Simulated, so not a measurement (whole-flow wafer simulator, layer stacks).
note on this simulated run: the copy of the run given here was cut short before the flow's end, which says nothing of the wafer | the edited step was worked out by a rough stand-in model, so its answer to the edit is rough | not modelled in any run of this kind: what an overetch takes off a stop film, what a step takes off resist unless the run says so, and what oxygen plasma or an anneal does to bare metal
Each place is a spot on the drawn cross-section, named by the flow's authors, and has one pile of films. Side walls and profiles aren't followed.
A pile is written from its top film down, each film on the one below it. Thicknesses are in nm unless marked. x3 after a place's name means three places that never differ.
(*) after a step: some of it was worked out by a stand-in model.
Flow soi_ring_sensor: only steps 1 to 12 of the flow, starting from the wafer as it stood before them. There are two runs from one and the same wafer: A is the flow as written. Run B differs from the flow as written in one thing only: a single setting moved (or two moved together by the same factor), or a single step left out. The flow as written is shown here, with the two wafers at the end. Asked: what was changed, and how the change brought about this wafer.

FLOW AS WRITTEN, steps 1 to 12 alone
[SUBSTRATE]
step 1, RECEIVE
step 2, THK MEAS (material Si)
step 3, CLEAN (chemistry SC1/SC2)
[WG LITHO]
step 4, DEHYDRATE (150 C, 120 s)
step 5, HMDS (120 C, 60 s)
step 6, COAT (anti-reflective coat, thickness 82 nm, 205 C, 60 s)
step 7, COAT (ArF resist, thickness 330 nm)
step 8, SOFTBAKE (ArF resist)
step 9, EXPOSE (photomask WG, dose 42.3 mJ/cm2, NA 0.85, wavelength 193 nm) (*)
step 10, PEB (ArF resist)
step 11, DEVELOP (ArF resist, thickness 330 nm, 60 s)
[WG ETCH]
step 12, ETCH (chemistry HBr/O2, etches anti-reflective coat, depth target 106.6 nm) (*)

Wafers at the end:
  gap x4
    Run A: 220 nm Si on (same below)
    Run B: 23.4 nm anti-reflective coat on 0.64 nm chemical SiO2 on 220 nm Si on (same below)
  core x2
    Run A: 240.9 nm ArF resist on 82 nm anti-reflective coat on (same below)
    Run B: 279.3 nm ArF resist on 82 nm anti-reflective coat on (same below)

The reason: step 12, ETCH: depth target 58.6 nm was run, while the flow as written has depth target 106.6 nm.

Step by step, how the change led to this:
  step 12, ETCH (chemistry HBr/O2, etches anti-reflective coat, depth target 106.6 nm) (*)
      gap x4: A -82 anti-reflective coat (all of it), -0.64 chemical SiO2 (all of it) | B -58.6 anti-reflective coat
      core x2: A -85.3 ArF resist | B -46.9 ArF resist
